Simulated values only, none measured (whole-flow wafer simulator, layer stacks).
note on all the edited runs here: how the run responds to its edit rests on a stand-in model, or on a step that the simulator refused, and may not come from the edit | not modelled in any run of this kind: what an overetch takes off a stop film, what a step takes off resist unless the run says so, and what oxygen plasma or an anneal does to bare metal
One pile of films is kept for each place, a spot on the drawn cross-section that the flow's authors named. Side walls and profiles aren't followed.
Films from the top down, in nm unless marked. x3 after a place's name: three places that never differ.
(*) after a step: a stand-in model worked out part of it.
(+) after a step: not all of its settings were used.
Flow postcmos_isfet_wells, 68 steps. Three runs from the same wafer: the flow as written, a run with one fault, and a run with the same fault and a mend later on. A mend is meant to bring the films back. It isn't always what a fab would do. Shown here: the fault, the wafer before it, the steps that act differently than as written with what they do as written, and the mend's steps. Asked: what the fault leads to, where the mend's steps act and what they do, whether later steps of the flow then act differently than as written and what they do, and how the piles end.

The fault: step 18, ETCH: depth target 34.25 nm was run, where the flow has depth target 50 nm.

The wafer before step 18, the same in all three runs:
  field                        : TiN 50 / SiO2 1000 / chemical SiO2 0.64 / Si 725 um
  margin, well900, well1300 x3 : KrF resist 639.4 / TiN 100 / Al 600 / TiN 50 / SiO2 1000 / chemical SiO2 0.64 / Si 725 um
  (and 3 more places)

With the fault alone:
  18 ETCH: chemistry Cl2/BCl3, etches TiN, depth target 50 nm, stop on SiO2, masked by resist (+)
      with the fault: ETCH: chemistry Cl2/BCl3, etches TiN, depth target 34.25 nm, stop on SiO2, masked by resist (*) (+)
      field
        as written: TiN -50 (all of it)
        with the fault: TiN -34.2
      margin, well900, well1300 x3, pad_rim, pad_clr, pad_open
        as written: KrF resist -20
        with the fault: KrF resist -13.7
  Later steps of the flow that act differently than as written (2 more steps differ only slightly, by at most 2% or 0.5 nm, whichever is larger, and aren't shown):
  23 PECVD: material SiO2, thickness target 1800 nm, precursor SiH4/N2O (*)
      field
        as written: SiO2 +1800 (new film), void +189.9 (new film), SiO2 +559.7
        with the fault: SiO2 +1800 (new film), void +178.3 (new film), SiO2 +555.9 (new film)
  At the end the piles differ from the flow's by more than 2% or 0.5 nm, whichever is larger, at field.
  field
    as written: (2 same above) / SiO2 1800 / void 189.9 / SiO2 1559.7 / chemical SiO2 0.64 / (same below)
    with the fault: (2 same above) / SiO2 1800 / void 178.3 / SiO2 555.9 / TiN 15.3 / SiO2 1000 / chemical SiO2 0.64 / (same below)

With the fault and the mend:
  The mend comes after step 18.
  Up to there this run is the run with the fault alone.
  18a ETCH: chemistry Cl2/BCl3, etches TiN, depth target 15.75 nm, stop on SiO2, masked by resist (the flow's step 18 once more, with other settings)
      margin, well900, well1300 x3, pad_rim, pad_clr, pad_open
        KrF resist -6.3
      field
        TiN -15.8 (all of it)
  No later step of the flow acts differently than as written at any place that is followed.
  At the end the piles are the same as the flow's at every place that both follow.
